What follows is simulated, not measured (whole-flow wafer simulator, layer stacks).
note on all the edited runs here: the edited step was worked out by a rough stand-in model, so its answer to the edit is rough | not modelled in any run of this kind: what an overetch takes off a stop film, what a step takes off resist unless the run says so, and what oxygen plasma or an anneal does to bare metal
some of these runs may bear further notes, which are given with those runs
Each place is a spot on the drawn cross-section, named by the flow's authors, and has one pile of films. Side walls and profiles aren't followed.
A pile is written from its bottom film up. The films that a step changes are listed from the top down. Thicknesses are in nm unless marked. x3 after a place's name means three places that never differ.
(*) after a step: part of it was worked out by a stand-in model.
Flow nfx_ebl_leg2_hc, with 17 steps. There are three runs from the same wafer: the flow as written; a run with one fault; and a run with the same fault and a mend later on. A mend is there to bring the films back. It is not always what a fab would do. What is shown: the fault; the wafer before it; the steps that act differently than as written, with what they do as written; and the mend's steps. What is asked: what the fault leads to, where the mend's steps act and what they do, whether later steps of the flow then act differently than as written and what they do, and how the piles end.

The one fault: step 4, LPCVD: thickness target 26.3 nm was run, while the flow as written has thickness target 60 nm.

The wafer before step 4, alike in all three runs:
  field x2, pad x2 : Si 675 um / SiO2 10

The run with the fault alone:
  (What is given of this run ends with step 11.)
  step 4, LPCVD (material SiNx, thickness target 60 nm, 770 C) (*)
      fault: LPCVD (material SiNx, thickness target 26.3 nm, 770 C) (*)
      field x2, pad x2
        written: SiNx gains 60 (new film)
        fault: SiNx gains 26.3 (new film)
  None of the later steps of the flow up to step 11 acts differently than as written at any place that is followed.
  After step 11, at field x2, pad x2, the piles differ from the flow's by more than 2% or 0.5 nm, whichever is larger.
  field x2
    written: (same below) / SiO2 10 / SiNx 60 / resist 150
    fault: (same below) / SiO2 10 / SiNx 26.3 / resist 150
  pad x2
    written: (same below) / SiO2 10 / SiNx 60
    fault: (same below) / SiO2 10 / SiNx 26.3

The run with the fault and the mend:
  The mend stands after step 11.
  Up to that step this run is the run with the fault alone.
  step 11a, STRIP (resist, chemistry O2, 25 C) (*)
      field x2
        resist loses 150 (all of it)
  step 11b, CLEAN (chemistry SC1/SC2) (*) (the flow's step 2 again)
      does not change any film at any place that is followed
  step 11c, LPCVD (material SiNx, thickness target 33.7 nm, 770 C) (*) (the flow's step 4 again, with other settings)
      field x2, pad x2
        SiNx gains 33.7
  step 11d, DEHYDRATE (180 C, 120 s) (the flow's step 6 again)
      does not change any film at any place that is followed
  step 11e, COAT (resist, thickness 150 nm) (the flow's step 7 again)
      field x2, pad x2
        resist gains 150 (new film)
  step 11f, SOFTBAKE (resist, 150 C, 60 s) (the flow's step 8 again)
      does not change any film at any place that is followed
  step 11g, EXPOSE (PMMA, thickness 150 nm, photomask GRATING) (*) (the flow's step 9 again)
      does not change any film at any place that is followed
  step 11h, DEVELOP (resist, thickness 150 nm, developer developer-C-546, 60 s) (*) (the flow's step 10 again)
      pad x2
        resist loses 150 (all of it)
  None of the later steps of the flow acts differently than as written at any place that is followed.
  By the end, the piles equal the flow's at every place that both follow.
